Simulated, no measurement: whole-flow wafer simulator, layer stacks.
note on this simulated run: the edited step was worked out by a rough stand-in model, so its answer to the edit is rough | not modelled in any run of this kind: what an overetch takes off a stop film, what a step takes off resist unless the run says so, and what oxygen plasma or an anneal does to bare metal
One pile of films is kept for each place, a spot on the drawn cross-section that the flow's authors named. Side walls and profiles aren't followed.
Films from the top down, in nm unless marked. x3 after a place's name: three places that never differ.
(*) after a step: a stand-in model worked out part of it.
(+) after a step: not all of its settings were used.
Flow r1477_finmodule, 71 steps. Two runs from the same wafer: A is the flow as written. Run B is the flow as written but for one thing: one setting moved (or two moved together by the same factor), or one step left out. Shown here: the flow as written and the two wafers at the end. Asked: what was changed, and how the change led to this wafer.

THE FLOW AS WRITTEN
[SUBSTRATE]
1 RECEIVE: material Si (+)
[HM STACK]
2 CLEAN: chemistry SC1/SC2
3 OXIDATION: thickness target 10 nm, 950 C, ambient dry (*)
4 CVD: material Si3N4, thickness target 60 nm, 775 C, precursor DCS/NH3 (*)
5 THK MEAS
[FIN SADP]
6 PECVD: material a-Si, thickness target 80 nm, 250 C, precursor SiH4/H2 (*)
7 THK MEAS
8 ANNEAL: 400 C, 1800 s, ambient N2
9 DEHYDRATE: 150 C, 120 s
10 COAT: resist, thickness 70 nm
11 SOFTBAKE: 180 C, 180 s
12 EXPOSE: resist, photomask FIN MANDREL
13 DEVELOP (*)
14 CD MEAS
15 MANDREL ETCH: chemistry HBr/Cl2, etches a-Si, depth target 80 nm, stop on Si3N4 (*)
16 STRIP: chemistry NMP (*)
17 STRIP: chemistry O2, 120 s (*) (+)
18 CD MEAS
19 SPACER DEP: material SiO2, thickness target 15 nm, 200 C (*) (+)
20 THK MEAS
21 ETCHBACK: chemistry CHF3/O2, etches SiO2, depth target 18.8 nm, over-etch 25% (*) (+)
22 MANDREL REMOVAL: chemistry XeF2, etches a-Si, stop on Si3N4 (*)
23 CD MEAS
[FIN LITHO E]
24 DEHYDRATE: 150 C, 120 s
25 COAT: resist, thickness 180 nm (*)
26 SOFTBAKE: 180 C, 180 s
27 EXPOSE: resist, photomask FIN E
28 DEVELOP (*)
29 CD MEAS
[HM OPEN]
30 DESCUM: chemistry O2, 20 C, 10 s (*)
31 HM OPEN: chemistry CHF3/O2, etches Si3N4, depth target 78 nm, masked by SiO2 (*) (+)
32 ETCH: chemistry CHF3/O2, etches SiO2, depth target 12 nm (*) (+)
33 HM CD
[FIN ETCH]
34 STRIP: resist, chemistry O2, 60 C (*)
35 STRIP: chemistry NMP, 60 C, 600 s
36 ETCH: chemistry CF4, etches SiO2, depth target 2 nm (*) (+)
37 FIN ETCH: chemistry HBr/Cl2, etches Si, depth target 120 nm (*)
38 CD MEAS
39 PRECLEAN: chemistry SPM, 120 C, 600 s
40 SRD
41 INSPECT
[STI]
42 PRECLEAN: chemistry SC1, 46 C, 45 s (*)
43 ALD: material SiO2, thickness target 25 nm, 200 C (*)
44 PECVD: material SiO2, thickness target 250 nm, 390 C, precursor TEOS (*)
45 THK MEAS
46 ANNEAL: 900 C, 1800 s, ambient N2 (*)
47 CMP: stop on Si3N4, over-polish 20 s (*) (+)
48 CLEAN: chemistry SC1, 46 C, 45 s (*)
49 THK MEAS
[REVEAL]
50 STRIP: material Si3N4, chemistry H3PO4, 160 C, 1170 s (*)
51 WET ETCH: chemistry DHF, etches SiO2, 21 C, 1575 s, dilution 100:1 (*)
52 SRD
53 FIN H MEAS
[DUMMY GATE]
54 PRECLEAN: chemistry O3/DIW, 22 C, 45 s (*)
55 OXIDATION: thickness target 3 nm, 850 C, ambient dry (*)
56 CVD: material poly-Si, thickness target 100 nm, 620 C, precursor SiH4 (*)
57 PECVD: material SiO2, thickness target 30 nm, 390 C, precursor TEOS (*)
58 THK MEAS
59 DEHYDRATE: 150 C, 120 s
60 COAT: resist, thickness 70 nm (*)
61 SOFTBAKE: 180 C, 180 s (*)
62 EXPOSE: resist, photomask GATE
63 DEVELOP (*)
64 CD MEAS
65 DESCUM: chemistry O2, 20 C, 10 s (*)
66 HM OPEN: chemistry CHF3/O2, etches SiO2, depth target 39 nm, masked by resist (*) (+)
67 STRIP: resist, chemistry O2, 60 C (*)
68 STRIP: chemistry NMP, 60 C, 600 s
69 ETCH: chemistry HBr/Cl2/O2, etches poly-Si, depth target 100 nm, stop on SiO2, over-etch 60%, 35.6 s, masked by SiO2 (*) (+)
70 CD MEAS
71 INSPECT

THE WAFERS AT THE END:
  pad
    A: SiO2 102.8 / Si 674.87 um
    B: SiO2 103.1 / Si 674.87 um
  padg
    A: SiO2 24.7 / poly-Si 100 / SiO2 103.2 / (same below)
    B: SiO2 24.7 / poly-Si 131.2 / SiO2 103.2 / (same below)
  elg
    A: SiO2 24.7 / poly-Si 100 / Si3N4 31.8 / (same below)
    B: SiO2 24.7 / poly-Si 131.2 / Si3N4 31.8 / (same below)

The cause: step 56, CVD: thickness target 131.2 nm was run, where the flow has thickness target 100 nm.
It can be read off the wafer: padg has poly-Si 131.2, and step 56 as written asks for 100 nm.

How the change led to this, step by step:
  56 CVD: material poly-Si, thickness target 100 nm, 620 C, precursor SiH4 (*)
      pad, padg, elg and 26 more: A poly-Si +100 (new film) | B poly-Si +131.2 (new film)
      s40cg, s40co: A poly-Si +113.9 (new film) | B poly-Si +145.6 (new film)
      (and at 5 more places)
  67 STRIP: resist, chemistry O2, 60 C (*)
      s50cg: A resist -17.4 (all of it) | B resist -16.8 (all of it)
  69 ETCH: chemistry HBr/Cl2/O2, etches poly-Si, depth target 100 nm, stop on SiO2, over-etch 60%, 35.6 s, masked by SiO2 (*) (+)
      elo, e40lo, e100lo, e200lo: A chemical SiO2 -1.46 (all of it), poly-Si -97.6 (all of it), Si3N4 -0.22 | B chemical SiO2 -1.46 (all of it), poly-Si -128.8 (all of it)
      pad, eso, e40so and 8 more: A chemical SiO2 -1.46 (all of it), poly-Si -97.6 (all of it), SiO2 -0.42 | B chemical SiO2 -1.46 (all of it), poly-Si -128.8 (all of it), SiO2 -0.16
      (and at 3 more places)
